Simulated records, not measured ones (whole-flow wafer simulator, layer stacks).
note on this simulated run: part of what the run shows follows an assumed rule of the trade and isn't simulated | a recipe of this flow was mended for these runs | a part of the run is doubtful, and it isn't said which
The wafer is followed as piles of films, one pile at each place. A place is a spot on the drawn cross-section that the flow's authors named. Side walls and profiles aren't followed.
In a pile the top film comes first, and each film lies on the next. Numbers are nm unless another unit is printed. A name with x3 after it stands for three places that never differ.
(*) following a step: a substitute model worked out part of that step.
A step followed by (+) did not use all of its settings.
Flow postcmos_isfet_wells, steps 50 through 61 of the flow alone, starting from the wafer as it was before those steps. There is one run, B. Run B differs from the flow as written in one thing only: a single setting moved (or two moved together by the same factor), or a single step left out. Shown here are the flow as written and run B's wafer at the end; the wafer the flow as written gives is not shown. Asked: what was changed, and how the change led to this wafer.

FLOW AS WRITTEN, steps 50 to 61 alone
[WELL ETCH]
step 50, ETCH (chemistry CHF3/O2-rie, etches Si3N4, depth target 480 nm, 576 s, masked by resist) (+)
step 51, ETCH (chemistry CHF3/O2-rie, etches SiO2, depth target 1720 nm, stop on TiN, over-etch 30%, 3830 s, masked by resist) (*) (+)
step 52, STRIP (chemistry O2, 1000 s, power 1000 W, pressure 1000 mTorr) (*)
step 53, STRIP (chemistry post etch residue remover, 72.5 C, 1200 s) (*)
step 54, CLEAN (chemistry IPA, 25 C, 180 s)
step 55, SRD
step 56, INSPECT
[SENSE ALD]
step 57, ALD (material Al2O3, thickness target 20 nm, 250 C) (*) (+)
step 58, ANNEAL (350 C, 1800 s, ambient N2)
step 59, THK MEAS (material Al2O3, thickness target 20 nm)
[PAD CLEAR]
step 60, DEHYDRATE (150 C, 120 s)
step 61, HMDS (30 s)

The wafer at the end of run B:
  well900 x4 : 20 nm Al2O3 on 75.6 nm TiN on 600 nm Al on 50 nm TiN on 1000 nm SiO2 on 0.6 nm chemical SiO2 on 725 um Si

Cause: step 50, ETCH: depth target 336 nm was run, though the flow has depth target 480 nm; step 50, ETCH: 403 s was run, where the flow has 576 s.

How this came from the change, step by step:
  step 50, ETCH (chemistry CHF3/O2-rie, etches Si3N4, depth target 480 nm, 576 s, masked by resist) (+)
      well900 x4: -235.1 Si3N4 (it would be, as written: -399.6 Si3N4 (all of it), -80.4 SiO2)
      field, margin x2, pad_clr, pad_open: -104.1 thick-g/i-line-resist (it would be, as written: -148.8 thick-g/i-line-resist)
  step 51, ETCH (chemistry CHF3/O2-rie, etches SiO2, depth target 1720 nm, stop on TiN, over-etch 30%, 3830 s, masked by resist) (*) (+)
      well900 x4: -164.6 Si3N4 (all of it), -1800 SiO2 (all of it), -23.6 TiN (it would be, as written: -1719.6 SiO2 (all of it), -20.6 TiN)
  step 52, STRIP (chemistry O2, 1000 s, power 1000 W, pressure 1000 mTorr) (*)
      pad_clr: -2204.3 thick-g/i-line-resist (all of it) (it would be, as written: -2159.6 thick-g/i-line-resist (all of it))
